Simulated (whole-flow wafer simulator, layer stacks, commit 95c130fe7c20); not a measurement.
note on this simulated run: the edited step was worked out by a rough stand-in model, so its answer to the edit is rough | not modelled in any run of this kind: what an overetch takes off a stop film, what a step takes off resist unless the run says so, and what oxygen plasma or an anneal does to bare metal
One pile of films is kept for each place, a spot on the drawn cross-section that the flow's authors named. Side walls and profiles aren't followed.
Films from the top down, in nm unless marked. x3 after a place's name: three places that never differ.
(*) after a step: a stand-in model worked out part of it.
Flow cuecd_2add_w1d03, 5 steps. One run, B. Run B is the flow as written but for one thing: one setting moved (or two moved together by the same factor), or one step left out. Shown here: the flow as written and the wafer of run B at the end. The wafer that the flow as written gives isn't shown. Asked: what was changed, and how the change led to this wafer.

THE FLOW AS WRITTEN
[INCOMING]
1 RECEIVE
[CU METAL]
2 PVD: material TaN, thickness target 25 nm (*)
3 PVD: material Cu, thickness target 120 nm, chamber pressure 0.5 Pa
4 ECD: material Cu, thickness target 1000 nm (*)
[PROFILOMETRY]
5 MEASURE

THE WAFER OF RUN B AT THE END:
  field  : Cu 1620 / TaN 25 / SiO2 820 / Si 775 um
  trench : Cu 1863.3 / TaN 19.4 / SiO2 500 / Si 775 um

The cause: step 4, ECD: thickness target 1500 nm was run, where the flow has thickness target 1000 nm.

How the change led to this, step by step:
  4 ECD: material Cu, thickness target 1000 nm (*)
      field: Cu +1500 (as written it would be: Cu +1000)
      trench: Cu +1769.9 (as written it would be: Cu +1226.8)
